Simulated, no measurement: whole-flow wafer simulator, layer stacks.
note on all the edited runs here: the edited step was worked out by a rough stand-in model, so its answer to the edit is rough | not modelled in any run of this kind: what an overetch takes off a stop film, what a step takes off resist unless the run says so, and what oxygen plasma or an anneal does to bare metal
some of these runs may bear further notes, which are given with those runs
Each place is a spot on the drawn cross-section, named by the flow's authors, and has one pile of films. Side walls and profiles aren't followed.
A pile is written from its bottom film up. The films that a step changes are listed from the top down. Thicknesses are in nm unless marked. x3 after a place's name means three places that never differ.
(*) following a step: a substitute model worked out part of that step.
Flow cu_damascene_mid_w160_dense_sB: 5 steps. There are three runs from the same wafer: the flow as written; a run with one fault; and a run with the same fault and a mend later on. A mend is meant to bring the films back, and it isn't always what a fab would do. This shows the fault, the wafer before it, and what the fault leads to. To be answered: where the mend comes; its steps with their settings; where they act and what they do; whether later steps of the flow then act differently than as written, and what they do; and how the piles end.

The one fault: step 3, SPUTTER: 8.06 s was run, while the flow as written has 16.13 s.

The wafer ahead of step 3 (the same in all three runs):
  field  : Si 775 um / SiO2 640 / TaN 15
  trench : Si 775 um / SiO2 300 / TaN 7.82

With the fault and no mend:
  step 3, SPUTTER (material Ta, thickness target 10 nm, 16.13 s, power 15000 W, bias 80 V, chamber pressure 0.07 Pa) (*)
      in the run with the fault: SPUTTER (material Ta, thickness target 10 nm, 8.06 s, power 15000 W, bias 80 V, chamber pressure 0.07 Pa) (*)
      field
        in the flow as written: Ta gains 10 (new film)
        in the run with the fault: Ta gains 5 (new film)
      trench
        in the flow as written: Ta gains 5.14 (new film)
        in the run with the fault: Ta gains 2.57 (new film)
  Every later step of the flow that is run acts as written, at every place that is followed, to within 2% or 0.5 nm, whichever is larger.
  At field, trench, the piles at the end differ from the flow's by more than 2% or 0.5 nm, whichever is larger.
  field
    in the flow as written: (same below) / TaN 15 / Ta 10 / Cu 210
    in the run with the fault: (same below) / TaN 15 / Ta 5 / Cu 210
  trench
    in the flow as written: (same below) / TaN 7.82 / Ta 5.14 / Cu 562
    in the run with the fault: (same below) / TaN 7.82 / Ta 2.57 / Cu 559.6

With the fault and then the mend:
  After step 3 comes the mend.
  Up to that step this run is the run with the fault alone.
  step 3a, SPUTTER (material Ta, thickness target 10 nm, 8.07 s, power 15000 W, bias 80 V, chamber pressure 0.07 Pa) (*) (the flow's step 3 again, with other settings)
      field
        Ta gains 5
      trench
        Ta gains 2.54
  Every later step of the flow that is run acts as written, at every place that is followed, to within 2% or 0.5 nm, whichever is larger.
  At the end the piles are close to the flow's at the places that both follow, differing by at most 2% or 0.5 nm, whichever is larger.
